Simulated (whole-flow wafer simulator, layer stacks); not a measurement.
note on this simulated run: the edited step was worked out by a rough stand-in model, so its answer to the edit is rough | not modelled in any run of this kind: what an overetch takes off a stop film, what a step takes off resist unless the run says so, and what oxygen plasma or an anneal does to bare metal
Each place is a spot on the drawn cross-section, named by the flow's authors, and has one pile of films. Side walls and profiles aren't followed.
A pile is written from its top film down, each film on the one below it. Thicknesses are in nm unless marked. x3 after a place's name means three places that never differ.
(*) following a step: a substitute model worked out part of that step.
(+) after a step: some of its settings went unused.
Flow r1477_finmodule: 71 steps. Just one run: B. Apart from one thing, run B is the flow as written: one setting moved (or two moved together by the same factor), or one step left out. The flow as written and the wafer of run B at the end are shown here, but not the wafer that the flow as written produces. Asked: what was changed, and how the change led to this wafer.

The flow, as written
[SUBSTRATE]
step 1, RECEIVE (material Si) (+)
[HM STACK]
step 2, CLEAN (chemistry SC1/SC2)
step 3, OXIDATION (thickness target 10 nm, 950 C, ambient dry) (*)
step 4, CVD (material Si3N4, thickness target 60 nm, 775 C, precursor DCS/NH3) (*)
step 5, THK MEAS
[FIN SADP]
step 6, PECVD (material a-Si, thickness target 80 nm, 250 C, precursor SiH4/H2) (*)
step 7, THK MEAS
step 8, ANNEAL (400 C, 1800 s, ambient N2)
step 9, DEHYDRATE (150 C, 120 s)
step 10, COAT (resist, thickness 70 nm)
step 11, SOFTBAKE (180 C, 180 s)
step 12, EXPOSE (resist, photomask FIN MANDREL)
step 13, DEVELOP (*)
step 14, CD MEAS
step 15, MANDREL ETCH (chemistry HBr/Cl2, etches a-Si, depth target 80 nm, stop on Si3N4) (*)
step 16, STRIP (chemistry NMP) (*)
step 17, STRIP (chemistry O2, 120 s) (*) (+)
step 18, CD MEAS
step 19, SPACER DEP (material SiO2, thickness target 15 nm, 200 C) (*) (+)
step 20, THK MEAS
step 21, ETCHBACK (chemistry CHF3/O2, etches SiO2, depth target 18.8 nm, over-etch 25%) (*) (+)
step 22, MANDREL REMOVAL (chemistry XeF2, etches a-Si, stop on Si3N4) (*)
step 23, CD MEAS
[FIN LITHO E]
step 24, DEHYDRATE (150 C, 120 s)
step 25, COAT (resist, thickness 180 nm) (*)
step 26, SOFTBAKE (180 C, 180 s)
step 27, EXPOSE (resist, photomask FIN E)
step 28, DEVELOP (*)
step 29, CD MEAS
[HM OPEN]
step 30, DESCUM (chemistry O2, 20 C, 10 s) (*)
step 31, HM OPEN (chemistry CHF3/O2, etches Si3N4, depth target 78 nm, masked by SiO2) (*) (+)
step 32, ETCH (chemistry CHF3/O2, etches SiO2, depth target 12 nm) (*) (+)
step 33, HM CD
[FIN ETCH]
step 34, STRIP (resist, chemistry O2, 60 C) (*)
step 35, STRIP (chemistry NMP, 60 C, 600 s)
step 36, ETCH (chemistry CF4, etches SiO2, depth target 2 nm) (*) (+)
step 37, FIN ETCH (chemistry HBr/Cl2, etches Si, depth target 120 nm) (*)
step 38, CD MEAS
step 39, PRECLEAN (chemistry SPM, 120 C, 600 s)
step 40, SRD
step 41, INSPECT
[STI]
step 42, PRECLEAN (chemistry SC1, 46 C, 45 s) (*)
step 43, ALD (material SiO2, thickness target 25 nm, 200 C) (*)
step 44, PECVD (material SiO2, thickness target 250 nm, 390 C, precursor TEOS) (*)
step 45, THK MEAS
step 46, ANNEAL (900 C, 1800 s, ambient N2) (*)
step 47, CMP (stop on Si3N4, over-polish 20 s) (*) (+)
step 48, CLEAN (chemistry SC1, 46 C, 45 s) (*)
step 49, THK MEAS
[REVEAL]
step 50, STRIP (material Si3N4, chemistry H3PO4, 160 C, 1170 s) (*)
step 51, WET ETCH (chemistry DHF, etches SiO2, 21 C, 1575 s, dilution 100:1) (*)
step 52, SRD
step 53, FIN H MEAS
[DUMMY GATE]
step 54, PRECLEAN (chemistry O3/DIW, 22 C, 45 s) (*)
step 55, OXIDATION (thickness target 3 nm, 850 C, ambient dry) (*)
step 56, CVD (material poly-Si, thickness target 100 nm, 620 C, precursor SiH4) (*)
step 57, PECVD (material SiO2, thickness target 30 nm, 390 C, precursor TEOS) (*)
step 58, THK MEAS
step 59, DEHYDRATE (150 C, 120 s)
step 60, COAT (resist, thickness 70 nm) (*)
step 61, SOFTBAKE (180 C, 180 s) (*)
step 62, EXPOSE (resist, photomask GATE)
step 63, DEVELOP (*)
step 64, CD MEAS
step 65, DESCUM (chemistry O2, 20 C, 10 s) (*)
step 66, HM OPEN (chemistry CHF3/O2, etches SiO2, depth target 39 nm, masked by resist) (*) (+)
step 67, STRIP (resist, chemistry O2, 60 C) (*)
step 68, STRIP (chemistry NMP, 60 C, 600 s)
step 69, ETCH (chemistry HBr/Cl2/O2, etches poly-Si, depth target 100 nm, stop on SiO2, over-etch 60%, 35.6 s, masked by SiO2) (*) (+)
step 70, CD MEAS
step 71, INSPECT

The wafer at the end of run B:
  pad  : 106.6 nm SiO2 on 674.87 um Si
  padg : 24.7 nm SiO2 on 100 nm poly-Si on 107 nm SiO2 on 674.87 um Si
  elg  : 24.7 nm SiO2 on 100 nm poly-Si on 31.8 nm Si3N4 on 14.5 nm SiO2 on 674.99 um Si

Cause: step 3, OXIDATION: thickness target 14.5 nm was run, whereas the flow has thickness target 10 nm.
One can read it off the wafer: elg has SiO2 14.5, and step 3 as written asks for 10 nm.

How this came from the change, step by step:
  step 3, OXIDATION (thickness target 10 nm, 950 C, ambient dry) (*)
      pad, padg, elg and 33 more: +14.5 SiO2 (new film), -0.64 chemical SiO2 (all of it), -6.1 Si (in the flow as written it would be: +10 SiO2 (new film), -0.64 chemical SiO2 (all of it), -4.12 Si)
  step 31, HM OPEN (chemistry CHF3/O2, etches Si3N4, depth target 78 nm, masked by SiO2) (*) (+)
      pad, padg, esg and 13 more: -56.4 Si3N4 (all of it), -10.8 SiO2 (in the flow as written it would be: -56.4 Si3N4 (all of it), -10 SiO2 (all of it))
  step 32, ETCH (chemistry CHF3/O2, etches SiO2, depth target 12 nm) (*) (+)
      pad, padg, e40sg and 11 more: -3.69 SiO2 (all of it), -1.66 Si (in the flow as written it would be: -2.4 Si)
      esg, eso: -3.69 SiO2 (all of it), -1.66 Si (in the flow as written it would be: -1.77 Si)
      (as well as at 6 more places)
  step 43, ALD (material SiO2, thickness target 25 nm, 200 C) (*)
      esg: +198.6 SiO2 (new film) (in the flow as written it would be: +194.3 SiO2 (new film))
  step 47, CMP (stop on Si3N4, over-polish 20 s) (*) (+)
      pad, padg, e40sg and 11 more: -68 SiO2 (in the flow as written it would be: -71.8 SiO2)
      eso: -68 SiO2 (in the flow as written it would be: -72.4 SiO2)
  step 51, WET ETCH (chemistry DHF, etches SiO2, 21 C, 1575 s, dilution 100:1) (*)
      s40sg_line, s45sg_line, s50sg_line, s40so_line, s45so_line, s50so_line: -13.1 SiO2 (all of it) (in the flow as written it would be: -8.63 SiO2 (all of it))
  step 56, CVD (material poly-Si, thickness target 100 nm, 620 C, precursor SiH4) (*)
      s40cg, s40co: +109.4 poly-Si (new film) (in the flow as written it would be: +113.9 poly-Si (new film))
      s45cg, s45co: +108.9 poly-Si (new film) (in the flow as written it would be: +113.4 poly-Si (new film))
      (as well as at 2 more places)
  step 60, COAT (resist, thickness 70 nm) (*)
      s40sg, s40so: +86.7 resist (new film) (in the flow as written it would be: +91 resist (new film))
      s45sg, s45so: +86.6 resist (new film) (in the flow as written it would be: +91 resist (new film))
      (as well as at 2 more places)
  step 63, DEVELOP (*)
      s40so: -86.7 resist (all of it) (in the flow as written it would be: -91 resist (all of it))
      s45so: -86.6 resist (all of it) (in the flow as written it would be: -91 resist (all of it))
      (as well as at 1 more place)
  step 67, STRIP (resist, chemistry O2, 60 C) (*)
      s40sg: -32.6 resist (all of it) (in the flow as written it would be: -36.9 resist (all of it))
      s45sg: -32.5 resist (all of it) (in the flow as written it would be: -36.9 resist (all of it))
      (as well as at 1 more place)
  step 69, ETCH (chemistry HBr/Cl2/O2, etches poly-Si, depth target 100 nm, stop on SiO2, over-etch 60%, 35.6 s, masked by SiO2) (*) (+)
      s40co: -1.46 chemical SiO2 (all of it), -107 poly-Si (all of it), -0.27 SiO2 (in the flow as written it would be: -1.46 chemical SiO2 (all of it), -111.5 poly-Si (all of it), -0.24 SiO2)
      s45co: -1.46 chemical SiO2 (all of it), -106.4 poly-Si (all of it), -0.27 SiO2 (in the flow as written it would be: -1.46 chemical SiO2 (all of it), -110.9 poly-Si (all of it), -0.25 SiO2)
      (as well as at 1 more place)
